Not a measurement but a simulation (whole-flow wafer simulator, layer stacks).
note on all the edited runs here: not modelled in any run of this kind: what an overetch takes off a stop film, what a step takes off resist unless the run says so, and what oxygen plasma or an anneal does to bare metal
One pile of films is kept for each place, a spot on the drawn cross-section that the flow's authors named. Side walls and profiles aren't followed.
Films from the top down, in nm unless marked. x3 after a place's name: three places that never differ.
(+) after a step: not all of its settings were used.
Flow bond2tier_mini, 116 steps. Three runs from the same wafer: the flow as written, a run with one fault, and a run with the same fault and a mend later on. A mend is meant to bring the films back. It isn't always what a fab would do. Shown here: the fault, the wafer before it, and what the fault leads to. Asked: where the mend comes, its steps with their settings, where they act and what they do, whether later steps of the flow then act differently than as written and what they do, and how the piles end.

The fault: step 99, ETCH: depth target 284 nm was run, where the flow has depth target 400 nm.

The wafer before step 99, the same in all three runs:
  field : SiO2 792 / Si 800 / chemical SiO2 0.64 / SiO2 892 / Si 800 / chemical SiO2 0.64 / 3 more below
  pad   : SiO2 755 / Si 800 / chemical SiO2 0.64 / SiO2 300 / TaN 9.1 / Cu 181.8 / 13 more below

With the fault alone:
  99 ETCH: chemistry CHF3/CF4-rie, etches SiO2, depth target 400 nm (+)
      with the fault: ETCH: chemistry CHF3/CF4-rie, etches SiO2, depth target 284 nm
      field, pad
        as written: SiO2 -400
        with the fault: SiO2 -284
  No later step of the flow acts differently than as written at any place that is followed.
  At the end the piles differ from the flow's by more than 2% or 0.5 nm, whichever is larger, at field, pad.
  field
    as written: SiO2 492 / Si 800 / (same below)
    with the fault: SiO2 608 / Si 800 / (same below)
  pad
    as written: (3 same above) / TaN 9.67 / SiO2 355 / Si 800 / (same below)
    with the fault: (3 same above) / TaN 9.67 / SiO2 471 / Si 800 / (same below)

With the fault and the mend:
  The mend comes after step 99.
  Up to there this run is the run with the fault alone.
  99a ETCH: chemistry CHF3/CF4-rie, etches SiO2, depth target 116 nm (+) (the flow's step 99 once more, with other settings)
      field, pad
        SiO2 -116
  No later step of the flow acts differently than as written at any place that is followed.
  At the end the piles are the same as the flow's at every place that both follow.
